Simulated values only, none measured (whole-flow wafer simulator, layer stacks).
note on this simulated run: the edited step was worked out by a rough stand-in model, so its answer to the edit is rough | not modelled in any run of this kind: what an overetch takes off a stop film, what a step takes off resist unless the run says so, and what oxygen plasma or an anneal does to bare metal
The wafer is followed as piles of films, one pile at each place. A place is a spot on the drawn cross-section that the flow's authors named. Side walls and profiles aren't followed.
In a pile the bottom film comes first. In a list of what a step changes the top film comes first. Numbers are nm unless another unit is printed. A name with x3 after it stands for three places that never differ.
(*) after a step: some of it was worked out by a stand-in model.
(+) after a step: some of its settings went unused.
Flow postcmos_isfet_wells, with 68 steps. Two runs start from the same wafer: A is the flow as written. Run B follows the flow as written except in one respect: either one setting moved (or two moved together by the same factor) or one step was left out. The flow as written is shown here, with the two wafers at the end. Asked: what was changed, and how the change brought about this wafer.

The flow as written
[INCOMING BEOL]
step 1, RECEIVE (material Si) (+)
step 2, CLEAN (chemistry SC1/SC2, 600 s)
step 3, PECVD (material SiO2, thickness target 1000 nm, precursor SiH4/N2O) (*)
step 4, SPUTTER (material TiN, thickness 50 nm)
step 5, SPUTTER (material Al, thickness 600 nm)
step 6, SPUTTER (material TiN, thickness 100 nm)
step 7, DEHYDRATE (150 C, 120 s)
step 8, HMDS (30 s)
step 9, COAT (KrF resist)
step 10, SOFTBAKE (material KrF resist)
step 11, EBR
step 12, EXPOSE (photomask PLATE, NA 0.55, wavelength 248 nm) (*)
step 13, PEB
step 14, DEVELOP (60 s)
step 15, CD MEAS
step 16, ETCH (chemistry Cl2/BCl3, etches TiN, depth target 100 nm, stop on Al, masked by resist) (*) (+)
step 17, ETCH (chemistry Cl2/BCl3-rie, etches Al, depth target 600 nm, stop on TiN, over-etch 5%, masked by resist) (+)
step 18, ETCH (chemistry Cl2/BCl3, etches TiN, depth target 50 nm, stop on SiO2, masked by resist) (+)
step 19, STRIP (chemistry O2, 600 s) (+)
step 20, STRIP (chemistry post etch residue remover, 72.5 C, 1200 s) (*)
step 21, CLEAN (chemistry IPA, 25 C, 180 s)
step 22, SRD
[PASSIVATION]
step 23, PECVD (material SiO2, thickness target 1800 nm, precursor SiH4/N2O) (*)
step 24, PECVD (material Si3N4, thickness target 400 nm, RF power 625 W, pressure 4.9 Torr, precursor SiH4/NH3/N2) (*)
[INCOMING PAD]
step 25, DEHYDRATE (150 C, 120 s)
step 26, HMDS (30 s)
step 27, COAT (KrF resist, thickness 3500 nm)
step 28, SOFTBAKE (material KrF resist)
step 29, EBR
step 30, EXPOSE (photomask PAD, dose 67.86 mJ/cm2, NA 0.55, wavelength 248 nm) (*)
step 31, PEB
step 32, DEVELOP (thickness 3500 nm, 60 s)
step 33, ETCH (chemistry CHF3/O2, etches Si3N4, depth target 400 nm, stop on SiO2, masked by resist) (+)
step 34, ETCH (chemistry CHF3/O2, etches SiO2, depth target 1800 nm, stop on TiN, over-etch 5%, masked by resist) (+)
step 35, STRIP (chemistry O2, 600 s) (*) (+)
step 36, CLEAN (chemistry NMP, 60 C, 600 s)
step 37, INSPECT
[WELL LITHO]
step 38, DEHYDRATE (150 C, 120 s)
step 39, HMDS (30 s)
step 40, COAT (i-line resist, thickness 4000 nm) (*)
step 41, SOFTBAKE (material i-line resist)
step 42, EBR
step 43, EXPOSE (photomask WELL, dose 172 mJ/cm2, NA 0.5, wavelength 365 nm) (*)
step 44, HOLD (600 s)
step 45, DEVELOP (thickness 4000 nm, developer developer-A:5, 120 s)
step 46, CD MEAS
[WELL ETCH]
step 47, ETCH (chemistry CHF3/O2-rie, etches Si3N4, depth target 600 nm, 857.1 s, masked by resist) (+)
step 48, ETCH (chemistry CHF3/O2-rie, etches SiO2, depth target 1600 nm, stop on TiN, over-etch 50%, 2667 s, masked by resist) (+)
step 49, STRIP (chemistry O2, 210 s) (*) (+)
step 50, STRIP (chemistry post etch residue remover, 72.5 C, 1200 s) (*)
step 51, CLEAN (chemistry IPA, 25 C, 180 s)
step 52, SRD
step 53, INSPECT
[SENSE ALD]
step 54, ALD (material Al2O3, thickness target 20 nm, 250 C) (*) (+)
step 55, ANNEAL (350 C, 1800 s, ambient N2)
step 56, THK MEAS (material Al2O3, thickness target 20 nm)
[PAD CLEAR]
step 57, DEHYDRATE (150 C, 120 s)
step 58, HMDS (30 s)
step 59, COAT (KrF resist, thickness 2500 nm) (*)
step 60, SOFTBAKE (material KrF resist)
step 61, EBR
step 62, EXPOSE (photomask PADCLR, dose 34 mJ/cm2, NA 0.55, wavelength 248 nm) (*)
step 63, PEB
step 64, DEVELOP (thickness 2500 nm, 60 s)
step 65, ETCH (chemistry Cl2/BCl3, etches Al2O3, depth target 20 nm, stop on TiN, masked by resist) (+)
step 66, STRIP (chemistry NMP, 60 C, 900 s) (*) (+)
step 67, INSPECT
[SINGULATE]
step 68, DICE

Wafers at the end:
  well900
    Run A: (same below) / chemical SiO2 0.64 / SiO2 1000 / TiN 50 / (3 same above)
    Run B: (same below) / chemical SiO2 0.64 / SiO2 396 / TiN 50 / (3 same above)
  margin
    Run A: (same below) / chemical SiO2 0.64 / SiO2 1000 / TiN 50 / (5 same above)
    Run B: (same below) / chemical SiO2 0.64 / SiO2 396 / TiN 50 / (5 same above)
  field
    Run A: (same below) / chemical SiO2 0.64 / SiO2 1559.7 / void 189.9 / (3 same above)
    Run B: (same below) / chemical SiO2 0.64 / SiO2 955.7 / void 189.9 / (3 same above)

Cause: step 3, PECVD: thickness target 396 nm was run, whereas the flow has thickness target 1000 nm.
The wafer lets one read it off: well900 has SiO2 396, and step 3 as written asks for 1000 nm.

How this came from the change, step by step:
  step 3, PECVD (material SiO2, thickness target 1000 nm, precursor SiH4/N2O) (*)
      field, margin, well900, well1300 x3, pad_rim, pad_clr, pad_open: A SiO2 gains 1000 (new film) | B SiO2 gains 396 (new film)
